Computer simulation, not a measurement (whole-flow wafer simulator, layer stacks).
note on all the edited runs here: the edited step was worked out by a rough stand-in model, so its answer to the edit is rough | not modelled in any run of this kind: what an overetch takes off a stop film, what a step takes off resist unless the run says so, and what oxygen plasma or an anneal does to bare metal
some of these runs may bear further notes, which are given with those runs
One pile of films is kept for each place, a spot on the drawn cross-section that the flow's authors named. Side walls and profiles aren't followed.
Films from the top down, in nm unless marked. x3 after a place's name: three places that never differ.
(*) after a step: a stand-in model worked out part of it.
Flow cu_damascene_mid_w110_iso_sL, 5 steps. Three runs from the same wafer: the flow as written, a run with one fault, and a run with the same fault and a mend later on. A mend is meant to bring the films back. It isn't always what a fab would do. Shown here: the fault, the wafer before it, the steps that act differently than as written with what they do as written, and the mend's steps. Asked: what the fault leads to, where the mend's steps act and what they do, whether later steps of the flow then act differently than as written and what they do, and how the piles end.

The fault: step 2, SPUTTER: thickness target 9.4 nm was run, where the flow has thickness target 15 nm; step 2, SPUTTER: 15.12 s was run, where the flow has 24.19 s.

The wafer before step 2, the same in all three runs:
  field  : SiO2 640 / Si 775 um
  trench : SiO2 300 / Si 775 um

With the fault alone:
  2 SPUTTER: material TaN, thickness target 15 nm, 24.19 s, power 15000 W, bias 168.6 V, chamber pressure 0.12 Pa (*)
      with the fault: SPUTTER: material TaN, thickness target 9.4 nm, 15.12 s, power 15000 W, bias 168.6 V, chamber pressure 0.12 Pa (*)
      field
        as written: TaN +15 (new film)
        with the fault: TaN +9.4 (new film)
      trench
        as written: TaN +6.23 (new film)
        with the fault: TaN +3.9 (new film)
  No later step of the flow acts differently than as written, at any place that is followed, by more than 2% or 0.5 nm, whichever is larger.
  At the end the piles differ from the flow's by more than 2% or 0.5 nm, whichever is larger, at field, trench.
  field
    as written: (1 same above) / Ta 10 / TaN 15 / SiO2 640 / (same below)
    with the fault: (1 same above) / Ta 10 / TaN 9.4 / SiO2 640 / (same below)
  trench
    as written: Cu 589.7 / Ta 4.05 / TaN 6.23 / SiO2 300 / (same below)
    with the fault: Cu 586.4 / Ta 4.12 / TaN 3.9 / SiO2 300 / (same below)

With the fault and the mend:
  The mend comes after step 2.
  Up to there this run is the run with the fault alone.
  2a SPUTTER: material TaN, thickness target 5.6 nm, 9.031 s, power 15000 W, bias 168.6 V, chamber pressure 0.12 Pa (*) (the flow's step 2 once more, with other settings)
      field
        TaN +5.6
      trench
        TaN +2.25
  No later step of the flow acts differently than as written, at any place that is followed, by more than 2% or 0.5 nm, whichever is larger.
  At the end the piles differ from the flow's only slightly at the places that both follow, by at most 2% or 0.5 nm, whichever is larger.
